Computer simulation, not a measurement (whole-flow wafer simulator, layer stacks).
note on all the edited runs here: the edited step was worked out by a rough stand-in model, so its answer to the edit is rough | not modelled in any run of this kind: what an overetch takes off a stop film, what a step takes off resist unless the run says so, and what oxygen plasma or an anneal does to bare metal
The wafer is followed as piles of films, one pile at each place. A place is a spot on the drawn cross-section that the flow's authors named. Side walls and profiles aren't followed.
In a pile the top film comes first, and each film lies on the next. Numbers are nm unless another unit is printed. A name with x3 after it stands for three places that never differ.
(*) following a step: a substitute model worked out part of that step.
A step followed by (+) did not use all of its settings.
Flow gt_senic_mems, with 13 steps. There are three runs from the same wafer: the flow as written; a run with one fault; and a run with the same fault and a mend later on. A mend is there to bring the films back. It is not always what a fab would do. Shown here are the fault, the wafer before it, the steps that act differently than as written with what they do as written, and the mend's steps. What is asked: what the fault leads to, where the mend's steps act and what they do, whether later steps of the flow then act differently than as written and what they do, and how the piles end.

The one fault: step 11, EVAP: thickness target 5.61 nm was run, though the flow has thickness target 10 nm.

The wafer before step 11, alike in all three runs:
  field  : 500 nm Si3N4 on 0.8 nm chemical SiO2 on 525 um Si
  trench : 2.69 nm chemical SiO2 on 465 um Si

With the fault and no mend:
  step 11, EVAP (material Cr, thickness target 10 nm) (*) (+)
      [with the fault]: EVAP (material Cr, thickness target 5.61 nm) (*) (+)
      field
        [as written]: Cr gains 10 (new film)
        [with the fault]: Cr gains 5.61 (new film)
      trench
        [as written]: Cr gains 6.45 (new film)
        [with the fault]: Cr gains 3.62 (new film)
  Later steps of the flow that are run all act as written at every place that is followed.
  The piles end different from the flow's at field, trench by more than 2% or 0.5 nm, whichever is larger.
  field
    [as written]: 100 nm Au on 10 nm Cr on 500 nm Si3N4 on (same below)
    [with the fault]: 100 nm Au on 5.61 nm Cr on 500 nm Si3N4 on (same below)
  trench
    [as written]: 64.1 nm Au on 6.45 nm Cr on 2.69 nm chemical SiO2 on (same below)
    [with the fault]: 64.1 nm Au on 3.62 nm Cr on 2.69 nm chemical SiO2 on (same below)

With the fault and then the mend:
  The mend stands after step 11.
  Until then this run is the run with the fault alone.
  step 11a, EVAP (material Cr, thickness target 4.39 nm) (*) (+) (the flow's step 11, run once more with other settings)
      field
        Cr gains 4.39
      trench
        Cr gains 2.84
  Later steps of the flow that are run all act as written at every place that is followed.
  When the end is reached, the piles differ only a little from the flow's at the places that both follow, at most by 2% or 0.5 nm, whichever is larger.
